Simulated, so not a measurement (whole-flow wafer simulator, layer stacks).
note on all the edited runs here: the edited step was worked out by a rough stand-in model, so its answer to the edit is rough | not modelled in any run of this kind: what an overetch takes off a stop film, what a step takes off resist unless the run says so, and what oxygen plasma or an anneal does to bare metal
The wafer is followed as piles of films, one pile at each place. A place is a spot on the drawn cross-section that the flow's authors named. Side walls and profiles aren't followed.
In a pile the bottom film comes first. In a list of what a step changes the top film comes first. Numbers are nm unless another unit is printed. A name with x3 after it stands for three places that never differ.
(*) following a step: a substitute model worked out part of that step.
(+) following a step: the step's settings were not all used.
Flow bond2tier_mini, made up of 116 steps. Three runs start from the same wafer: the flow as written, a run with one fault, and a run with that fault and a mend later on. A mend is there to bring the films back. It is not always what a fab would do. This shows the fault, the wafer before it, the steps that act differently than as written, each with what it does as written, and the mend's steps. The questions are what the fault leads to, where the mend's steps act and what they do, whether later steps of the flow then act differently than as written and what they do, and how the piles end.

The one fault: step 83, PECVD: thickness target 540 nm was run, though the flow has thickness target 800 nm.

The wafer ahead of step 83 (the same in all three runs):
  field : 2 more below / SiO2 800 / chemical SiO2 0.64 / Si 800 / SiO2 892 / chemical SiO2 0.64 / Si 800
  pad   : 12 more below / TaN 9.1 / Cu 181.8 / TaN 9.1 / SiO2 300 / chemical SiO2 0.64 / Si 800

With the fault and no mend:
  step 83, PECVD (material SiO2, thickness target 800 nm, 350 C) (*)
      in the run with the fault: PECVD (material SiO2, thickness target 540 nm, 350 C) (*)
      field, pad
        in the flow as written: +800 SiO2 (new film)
        in the run with the fault: +540 SiO2 (new film)
  Steps later in the flow that act otherwise than as written:
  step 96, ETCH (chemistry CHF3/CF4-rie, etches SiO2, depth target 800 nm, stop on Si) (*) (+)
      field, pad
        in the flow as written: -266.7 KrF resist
        in the run with the fault: -251.5 KrF resist
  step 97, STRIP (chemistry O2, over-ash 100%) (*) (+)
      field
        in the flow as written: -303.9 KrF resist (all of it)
        in the run with the fault: -319.1 KrF resist (all of it)
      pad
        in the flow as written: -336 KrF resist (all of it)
        in the run with the fault: -351.1 KrF resist (all of it)
  The piles end different from the flow's at field, pad by more than 2% or 0.5 nm, whichever is larger.
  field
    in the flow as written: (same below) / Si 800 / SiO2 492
    in the run with the fault: (same below) / Si 800 / SiO2 232
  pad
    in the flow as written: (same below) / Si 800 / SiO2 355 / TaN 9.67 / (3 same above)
    in the run with the fault: (same below) / Si 800 / SiO2 95 / TaN 9.67 / (3 same above)

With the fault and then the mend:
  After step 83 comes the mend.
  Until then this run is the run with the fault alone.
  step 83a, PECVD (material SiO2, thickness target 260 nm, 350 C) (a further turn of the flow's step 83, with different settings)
      field, pad
        +260 SiO2
  Every later step of the flow that is run acts as written at every place that is followed.
  By the end, the piles equal the flow's at every place that both follow.
